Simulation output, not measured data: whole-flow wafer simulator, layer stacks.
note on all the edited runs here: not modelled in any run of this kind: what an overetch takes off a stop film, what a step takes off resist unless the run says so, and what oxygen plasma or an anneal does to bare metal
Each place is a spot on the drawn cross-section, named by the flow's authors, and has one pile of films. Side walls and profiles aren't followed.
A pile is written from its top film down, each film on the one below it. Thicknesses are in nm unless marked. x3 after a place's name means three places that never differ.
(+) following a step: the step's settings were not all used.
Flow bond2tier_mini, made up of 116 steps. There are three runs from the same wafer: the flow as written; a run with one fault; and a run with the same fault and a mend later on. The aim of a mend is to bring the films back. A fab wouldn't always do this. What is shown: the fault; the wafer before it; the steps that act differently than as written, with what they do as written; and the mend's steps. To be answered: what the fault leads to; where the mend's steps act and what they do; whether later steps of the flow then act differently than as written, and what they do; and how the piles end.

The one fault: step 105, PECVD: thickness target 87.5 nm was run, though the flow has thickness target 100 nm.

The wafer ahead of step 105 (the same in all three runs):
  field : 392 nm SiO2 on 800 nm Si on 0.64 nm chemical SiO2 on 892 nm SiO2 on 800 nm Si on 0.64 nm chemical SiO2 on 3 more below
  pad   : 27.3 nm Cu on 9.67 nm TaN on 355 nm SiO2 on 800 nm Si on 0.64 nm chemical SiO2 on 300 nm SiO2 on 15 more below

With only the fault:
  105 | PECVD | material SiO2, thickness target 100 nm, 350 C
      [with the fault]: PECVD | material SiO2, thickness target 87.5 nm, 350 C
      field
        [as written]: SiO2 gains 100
        [with the fault]: SiO2 gains 87.5
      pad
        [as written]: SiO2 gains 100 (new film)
        [with the fault]: SiO2 gains 87.5 (new film)
  Steps further on in the flow that do not act as written (not shown: 2 more steps that differ only slightly, by at most 2% or 0.5 nm, whichever is larger):
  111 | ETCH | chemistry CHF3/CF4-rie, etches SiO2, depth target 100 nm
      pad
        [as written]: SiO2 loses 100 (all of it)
        [with the fault]: SiO2 loses 87.5 (all of it), Cu loses 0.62
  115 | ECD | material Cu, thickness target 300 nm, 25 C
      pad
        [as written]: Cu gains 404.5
        [with the fault]: Cu gains 392
  At field, pad, the piles at the end differ from the flow's by more than 2% or 0.5 nm, whichever is larger.
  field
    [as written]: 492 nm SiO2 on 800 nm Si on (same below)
    [with the fault]: 479.5 nm SiO2 on 800 nm Si on (same below)
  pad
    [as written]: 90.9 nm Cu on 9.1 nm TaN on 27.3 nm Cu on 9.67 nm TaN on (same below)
    [with the fault]: 78.9 nm Cu on 9.25 nm TaN on 26.7 nm Cu on 9.67 nm TaN on (same below)

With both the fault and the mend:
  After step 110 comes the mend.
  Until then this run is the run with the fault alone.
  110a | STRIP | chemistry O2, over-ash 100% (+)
      field
        KrF resist loses 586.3 (all of it)
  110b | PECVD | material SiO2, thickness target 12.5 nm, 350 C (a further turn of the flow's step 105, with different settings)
      field, pad
        SiO2 gains 12.5
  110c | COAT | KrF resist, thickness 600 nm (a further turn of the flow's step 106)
      field, pad
        KrF resist gains 600 (new film)
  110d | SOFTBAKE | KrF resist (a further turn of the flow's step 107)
      alters no film at any place that is followed
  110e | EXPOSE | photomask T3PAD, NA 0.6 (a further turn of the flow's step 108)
      alters no film at any place that is followed
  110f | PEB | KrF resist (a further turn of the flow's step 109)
      alters no film at any place that is followed
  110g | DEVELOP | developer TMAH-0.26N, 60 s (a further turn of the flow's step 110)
      field
        KrF resist loses 13.7
      pad
        KrF resist loses 600 (all of it)
  Every later step of the flow that is run acts as written at every place that is followed.
  The piles end the same as the flow's at every place that both follow.
